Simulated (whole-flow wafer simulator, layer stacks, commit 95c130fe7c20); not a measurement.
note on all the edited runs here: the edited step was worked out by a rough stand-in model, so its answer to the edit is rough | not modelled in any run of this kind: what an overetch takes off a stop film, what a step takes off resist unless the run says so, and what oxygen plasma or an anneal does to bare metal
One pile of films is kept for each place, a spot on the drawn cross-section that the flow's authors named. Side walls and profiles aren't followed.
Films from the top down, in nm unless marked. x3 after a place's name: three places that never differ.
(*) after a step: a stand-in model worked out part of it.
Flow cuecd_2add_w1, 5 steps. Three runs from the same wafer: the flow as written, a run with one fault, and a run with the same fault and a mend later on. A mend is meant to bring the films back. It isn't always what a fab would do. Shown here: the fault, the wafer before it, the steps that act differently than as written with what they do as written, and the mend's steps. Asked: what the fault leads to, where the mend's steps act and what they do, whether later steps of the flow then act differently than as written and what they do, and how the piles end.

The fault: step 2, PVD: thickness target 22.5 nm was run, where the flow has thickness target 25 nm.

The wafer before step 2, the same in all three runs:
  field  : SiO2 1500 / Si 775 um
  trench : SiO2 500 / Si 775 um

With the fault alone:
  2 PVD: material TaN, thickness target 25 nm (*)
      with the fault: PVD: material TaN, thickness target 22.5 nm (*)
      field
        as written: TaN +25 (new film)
        with the fault: TaN +22.5 (new film)
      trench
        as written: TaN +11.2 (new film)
        with the fault: TaN +10.1 (new film)
  No later step of the flow acts differently than as written, at any place that is followed, by more than 2% or 0.5 nm, whichever is larger.
  At the end the piles differ from the flow's by more than 2% or 0.5 nm, whichever is larger, at field, trench.
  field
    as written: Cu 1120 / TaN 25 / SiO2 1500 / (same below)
    with the fault: Cu 1120 / TaN 22.5 / SiO2 1500 / (same below)
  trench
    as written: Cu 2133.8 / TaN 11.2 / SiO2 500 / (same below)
    with the fault: Cu 2132.4 / TaN 10.1 / SiO2 500 / (same below)

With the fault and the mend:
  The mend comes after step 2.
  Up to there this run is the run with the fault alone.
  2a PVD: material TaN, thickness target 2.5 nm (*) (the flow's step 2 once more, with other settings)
      field
        TaN +2.5
      trench
        TaN +1.1
  No later step of the flow acts differently than as written at any place that is followed.
  At the end the piles are the same as the flow's at every place that both follow.
